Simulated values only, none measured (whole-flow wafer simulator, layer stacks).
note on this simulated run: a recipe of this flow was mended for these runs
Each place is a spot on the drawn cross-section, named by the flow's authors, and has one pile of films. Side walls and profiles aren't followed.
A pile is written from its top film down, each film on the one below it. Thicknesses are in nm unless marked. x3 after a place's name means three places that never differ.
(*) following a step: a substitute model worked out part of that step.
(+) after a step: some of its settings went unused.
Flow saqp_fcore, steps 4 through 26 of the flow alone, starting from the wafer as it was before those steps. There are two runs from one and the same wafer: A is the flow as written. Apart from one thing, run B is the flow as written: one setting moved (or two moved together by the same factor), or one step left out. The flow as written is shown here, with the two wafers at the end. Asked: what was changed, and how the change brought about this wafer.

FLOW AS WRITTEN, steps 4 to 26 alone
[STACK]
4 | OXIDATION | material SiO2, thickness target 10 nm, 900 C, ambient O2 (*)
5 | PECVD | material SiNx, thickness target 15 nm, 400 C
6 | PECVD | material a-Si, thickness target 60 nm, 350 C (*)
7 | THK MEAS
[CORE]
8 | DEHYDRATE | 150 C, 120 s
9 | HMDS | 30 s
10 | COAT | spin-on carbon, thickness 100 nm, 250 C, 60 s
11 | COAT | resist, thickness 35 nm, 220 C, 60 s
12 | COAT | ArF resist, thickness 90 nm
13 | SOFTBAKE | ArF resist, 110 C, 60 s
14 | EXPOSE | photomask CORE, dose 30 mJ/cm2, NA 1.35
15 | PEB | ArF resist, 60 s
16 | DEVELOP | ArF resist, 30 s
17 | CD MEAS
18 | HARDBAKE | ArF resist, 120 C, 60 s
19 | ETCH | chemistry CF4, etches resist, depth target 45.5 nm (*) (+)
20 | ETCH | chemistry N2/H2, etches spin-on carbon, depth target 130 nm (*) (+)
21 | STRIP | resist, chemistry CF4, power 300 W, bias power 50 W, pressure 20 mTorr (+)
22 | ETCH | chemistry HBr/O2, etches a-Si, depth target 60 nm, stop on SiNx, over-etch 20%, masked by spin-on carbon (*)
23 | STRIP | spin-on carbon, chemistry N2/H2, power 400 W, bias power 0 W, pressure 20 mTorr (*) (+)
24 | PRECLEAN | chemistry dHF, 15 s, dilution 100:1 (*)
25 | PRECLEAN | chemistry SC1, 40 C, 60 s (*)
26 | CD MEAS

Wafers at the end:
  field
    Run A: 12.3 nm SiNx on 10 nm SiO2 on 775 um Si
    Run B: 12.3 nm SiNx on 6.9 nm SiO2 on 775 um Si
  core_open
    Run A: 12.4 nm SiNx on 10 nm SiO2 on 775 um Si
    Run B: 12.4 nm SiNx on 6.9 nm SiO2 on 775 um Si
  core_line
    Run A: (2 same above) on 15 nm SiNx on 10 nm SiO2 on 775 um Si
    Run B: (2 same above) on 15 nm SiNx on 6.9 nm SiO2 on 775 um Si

The reason: step 4, OXIDATION: thickness target 6.9 nm was run, while the flow as written has thickness target 10 nm.
The wafer itself shows it: field has SiO2 6.9, and step 4 as written asks for 10 nm.

The path from the change to this, step by step:
  4 | OXIDATION | material SiO2, thickness target 10 nm, 900 C, ambient O2 (*)
      field, core_open, core_line: A +10 SiO2 (new film), -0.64 chemical SiO2 (all of it), -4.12 Si | B +6.9 SiO2 (new film), -0.64 chemical SiO2 (all of it), -2.75 Si
